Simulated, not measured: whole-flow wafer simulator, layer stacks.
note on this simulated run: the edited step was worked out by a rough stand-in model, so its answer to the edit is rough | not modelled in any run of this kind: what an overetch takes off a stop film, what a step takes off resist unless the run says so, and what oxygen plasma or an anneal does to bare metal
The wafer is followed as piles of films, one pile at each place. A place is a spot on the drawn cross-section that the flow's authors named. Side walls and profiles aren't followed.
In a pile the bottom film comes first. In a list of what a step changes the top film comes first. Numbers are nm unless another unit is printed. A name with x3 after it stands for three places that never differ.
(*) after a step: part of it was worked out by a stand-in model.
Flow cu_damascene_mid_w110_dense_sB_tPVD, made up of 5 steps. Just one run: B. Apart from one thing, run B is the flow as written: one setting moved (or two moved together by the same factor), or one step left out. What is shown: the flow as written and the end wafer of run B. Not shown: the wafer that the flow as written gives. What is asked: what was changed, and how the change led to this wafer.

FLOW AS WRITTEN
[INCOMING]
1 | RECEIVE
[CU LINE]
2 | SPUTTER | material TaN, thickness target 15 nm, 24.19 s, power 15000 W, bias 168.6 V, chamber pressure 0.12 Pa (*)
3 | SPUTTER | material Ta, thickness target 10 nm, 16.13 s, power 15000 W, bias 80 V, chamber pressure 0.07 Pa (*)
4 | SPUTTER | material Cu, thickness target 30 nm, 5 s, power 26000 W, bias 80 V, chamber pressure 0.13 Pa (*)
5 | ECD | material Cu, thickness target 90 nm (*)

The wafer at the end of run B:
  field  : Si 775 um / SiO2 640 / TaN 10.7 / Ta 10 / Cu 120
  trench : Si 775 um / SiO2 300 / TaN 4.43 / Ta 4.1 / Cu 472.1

What caused this: step 2, SPUTTER: power 10680 W was run, while the flow as written has power 15000 W.

Step by step, how the change led to this:
  2 | SPUTTER | material TaN, thickness target 15 nm, 24.19 s, power 15000 W, bias 168.6 V, chamber pressure 0.12 Pa (*)
      field: +10.7 TaN (new film) (in the flow as written it would be: +15 TaN (new film))
      trench: +4.43 TaN (new film) (in the flow as written it would be: +6.23 TaN (new film))
